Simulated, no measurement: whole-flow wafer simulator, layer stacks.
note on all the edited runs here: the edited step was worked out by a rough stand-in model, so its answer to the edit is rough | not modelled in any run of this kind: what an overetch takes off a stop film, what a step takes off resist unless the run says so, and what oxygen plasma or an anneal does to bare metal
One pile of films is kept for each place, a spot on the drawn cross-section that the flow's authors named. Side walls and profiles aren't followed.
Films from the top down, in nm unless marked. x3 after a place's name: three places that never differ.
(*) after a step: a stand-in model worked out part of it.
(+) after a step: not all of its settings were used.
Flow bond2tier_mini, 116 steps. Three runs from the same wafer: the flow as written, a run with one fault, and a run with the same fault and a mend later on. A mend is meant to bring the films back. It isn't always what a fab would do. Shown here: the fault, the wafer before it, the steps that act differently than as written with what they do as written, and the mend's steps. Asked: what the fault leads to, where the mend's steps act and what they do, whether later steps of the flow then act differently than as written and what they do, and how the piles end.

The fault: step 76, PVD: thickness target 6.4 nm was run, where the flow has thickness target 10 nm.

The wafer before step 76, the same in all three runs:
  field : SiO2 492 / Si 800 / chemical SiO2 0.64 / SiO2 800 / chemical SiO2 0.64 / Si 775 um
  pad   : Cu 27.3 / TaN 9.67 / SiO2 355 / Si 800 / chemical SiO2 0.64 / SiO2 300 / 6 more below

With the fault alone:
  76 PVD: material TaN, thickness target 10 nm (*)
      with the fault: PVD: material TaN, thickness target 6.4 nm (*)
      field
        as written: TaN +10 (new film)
        with the fault: TaN +6.4 (new film)
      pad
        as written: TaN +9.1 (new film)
        with the fault: TaN +5.83 (new film)
  Later steps of the flow that act differently than as written (1 more step differs only slightly, by at most 2% or 0.5 nm, whichever is larger, and isn't shown):
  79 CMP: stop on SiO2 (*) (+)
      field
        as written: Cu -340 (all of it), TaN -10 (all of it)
        with the fault: Cu -340 (all of it), TaN -6.4 (all of it)
  At the end the piles differ from the flow's by more than 2% or 0.5 nm, whichever is larger, at pad.
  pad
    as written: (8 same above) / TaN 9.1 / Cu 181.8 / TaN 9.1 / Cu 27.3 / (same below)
    with the fault: (8 same above) / TaN 9.1 / Cu 185.1 / TaN 5.83 / Cu 27.3 / (same below)

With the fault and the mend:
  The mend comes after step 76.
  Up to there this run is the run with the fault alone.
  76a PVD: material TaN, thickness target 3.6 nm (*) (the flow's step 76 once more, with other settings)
      field
        TaN +3.6
      pad
        TaN +3.27
  No later step of the flow acts differently than as written at any place that is followed.
  At the end the piles are the same as the flow's at every place that both follow.
